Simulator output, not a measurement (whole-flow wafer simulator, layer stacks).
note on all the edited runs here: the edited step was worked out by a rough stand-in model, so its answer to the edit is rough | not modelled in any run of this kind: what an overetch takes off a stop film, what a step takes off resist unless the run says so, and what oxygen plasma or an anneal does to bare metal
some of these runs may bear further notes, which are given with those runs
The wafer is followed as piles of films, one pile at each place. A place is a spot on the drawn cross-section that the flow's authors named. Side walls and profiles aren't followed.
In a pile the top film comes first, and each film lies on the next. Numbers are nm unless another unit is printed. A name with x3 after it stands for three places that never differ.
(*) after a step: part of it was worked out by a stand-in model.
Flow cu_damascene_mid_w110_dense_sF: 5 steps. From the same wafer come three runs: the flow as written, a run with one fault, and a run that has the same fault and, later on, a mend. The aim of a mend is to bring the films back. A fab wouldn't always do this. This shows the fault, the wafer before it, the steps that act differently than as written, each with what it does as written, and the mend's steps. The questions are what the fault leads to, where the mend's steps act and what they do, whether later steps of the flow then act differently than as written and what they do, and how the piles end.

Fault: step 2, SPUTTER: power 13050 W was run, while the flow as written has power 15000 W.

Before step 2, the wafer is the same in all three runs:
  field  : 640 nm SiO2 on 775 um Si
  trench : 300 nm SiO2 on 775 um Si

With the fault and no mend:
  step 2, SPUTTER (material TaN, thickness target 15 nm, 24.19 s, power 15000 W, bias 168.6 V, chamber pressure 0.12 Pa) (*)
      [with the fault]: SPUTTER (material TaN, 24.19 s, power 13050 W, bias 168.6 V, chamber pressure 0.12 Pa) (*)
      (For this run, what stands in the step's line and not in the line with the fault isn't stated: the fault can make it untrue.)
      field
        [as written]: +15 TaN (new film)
        [with the fault]: +13 TaN (new film)
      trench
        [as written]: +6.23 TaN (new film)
        [with the fault]: +5.42 TaN (new film)
  Later steps of the flow that are run all act as written at every place that is followed, up to a difference of at most 2% or 0.5 nm, whichever is larger.
  At field, trench, the piles at the end differ from the flow's by more than 2% or 0.5 nm, whichever is larger.
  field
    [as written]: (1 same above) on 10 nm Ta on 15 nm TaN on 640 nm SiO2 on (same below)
    [with the fault]: (1 same above) on 10 nm Ta on 13 nm TaN on 640 nm SiO2 on (same below)
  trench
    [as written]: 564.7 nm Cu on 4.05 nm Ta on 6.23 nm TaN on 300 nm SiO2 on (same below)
    [with the fault]: 563.6 nm Cu on 4.07 nm Ta on 5.42 nm TaN on 300 nm SiO2 on (same below)

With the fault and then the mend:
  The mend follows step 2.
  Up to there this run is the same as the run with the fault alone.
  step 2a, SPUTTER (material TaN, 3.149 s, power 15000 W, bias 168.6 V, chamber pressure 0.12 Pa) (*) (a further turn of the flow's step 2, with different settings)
      field
        +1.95 TaN
      trench
        +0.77 TaN
  Later steps of the flow that are run all act as written at every place that is followed, up to a difference of at most 2% or 0.5 nm, whichever is larger.
  When the end is reached, the piles differ only a little from the flow's at the places that both follow, at most by 2% or 0.5 nm, whichever is larger.
